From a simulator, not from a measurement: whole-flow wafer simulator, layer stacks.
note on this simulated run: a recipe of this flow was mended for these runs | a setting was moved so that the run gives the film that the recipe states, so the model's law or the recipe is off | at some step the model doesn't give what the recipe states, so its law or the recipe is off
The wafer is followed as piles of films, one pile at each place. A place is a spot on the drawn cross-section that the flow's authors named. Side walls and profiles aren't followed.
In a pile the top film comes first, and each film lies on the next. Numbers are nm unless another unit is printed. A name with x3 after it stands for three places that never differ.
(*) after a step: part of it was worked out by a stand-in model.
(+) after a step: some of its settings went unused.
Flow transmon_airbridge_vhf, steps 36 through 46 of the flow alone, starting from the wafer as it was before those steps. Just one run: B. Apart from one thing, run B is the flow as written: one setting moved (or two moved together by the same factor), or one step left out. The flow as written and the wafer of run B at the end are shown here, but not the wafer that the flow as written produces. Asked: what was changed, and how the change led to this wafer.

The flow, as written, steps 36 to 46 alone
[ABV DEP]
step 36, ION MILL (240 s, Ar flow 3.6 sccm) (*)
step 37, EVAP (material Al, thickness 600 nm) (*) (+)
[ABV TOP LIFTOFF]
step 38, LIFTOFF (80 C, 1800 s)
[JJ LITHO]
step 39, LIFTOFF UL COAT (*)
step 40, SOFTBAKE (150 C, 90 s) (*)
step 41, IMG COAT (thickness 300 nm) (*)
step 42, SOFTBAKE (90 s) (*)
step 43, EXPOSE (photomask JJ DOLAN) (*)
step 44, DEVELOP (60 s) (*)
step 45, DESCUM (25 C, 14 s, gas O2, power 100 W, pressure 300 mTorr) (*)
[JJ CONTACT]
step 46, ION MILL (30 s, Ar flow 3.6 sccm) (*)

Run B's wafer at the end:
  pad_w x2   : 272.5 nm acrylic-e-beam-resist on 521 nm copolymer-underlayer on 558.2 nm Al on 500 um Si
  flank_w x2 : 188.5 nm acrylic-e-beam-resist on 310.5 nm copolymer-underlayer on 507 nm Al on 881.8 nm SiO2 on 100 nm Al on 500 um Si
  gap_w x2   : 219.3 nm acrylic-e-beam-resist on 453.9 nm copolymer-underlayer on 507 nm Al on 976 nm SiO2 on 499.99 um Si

Cause: step 37, EVAP: thickness 507 nm was run, while the flow as written has thickness 600 nm.
One can read it off the wafer: flank_w x2 has Al 507, and step 37 as written asks for 600 nm.

Step by step, how the change led to this:
  step 37, EVAP (material Al, thickness 600 nm) (*) (+)
      field x3, jj_line, ground_far and 10 more: Al gains 507 (new film) (in the flow as written it would be: Al gains 600 (new film))
      pad_w x2: Al gains 499.5 (in the flow as written it would be: Al gains 591.1)
  step 38, LIFTOFF (80 C, 1800 s)
      field x3, jj_line, trace_open_s x2: Al loses 507 (all of it), i-line-resist loses 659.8 (all of it), lift-off-underlayer loses 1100 (all of it), acrylic-e-beam-resist loses 240 (all of it) (in the flow as written it would be: Al loses 600 (all of it), i-line-resist loses 659.8 (all of it), lift-off-underlayer loses 1100 (all of it), acrylic-e-beam-resist loses 240 (all of it))
      margin_s, margin_n: Al loses 507 (all of it), i-line-resist loses 378.2 (all of it), lift-off-underlayer loses 823.4 (all of it), acrylic-e-beam-resist loses 168.6 (all of it) (in the flow as written it would be: Al loses 600 (all of it), i-line-resist loses 378.2 (all of it), lift-off-underlayer loses 823.4 (all of it), acrylic-e-beam-resist loses 168.6 (all of it))
      (and at 1 other place as well)
  step 39, LIFTOFF UL COAT (*)
      bridge_strip: copolymer-underlayer gains 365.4 (new film) (in the flow as written it would be: copolymer-underlayer gains 355.1 (new film))
  step 41, IMG COAT (thickness 300 nm) (*)
      bridge_strip: acrylic-e-beam-resist gains 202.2 (new film) (in the flow as written it would be: acrylic-e-beam-resist gains 196.8 (new film))
